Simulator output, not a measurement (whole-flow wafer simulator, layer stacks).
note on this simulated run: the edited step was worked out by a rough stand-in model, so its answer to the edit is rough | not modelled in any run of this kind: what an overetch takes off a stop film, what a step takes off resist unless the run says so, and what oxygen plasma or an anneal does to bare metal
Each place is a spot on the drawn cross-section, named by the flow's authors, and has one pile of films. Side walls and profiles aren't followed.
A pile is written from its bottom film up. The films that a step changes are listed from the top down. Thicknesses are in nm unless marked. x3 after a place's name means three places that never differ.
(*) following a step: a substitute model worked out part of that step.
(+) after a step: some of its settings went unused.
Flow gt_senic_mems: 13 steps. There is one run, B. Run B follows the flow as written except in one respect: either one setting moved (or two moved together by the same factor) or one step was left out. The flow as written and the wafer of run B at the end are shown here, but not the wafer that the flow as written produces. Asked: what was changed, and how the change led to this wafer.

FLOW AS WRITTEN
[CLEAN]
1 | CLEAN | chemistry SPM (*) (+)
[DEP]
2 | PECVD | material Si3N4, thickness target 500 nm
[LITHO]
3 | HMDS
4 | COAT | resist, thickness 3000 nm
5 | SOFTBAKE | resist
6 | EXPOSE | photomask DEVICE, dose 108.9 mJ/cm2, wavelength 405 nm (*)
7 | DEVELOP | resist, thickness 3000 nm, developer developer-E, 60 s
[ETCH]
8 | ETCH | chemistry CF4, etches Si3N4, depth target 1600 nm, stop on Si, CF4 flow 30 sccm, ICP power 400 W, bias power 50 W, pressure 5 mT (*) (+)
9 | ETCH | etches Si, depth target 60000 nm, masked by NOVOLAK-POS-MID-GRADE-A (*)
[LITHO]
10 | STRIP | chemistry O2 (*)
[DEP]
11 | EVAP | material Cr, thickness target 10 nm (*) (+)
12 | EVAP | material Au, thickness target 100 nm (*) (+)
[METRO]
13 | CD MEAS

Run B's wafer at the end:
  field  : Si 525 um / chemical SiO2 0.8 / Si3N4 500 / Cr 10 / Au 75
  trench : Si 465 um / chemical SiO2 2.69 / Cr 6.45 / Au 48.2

The reason: step 12, EVAP: thickness target 75 nm was run, while the flow as written has thickness target 100 nm.
The wafer lets one read it off: field has Au 75, and step 12 as written asks for 100 nm.

Step by step, how the change led to this:
  12 | EVAP | material Au, thickness target 100 nm (*) (+)
      field: +75 Au (new film) (in the flow as written it would be: +100 Au (new film))
      trench: +48.2 Au (new film) (in the flow as written it would be: +64.1 Au (new film))
